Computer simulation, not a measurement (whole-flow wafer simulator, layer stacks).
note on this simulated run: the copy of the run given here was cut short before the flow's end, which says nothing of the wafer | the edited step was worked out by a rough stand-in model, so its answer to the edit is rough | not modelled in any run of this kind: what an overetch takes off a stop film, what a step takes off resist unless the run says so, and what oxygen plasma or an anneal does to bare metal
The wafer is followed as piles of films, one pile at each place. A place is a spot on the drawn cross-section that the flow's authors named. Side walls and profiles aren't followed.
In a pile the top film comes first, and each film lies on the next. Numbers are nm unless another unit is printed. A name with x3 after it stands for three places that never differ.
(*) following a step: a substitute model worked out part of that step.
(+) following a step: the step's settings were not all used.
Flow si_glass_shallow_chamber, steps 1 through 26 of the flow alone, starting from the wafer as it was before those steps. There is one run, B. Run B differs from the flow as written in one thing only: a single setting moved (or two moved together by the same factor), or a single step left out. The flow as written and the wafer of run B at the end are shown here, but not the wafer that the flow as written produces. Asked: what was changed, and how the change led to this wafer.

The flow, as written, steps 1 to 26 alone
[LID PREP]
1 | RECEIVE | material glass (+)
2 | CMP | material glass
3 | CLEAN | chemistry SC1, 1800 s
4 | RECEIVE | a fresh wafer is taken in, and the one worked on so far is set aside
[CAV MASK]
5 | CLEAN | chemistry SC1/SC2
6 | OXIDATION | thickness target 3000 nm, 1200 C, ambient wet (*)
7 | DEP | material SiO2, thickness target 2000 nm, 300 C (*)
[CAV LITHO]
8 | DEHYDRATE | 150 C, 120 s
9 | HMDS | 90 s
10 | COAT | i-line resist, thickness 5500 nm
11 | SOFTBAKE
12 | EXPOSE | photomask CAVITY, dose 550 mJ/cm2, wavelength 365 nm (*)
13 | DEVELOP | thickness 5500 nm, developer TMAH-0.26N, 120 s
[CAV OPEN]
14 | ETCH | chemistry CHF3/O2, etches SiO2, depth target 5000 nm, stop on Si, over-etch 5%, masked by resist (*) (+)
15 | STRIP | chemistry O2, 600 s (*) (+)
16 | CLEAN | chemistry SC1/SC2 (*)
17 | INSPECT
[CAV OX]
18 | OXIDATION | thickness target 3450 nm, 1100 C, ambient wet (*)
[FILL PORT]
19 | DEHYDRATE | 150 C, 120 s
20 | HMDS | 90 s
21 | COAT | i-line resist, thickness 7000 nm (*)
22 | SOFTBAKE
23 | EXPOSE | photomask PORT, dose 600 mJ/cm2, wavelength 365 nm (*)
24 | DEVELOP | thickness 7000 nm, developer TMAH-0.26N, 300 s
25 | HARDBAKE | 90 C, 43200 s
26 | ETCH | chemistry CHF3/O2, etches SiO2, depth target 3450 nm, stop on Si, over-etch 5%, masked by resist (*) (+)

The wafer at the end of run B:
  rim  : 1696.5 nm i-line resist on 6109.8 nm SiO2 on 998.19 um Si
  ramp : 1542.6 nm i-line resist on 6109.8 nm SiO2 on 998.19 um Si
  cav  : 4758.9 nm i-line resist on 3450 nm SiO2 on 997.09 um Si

What caused this: step 14, ETCH: over-etch 6.88% was run, though the flow has over-etch 5%.

The path from the change to this, step by step:
  14 | ETCH | chemistry CHF3/O2, etches SiO2, depth target 5000 nm, stop on Si, over-etch 5%, masked by resist (*) (+)
      cav, port: -5000 SiO2 (all of it), -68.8 Si (in the flow as written it would be: -5000 SiO2 (all of it), -50 Si)
  15 | STRIP | chemistry O2, 600 s (*) (+)
      rim, ramp, septum, ring: -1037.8 i-line resist (all of it) (in the flow as written it would be: -1116.2 i-line resist (all of it))
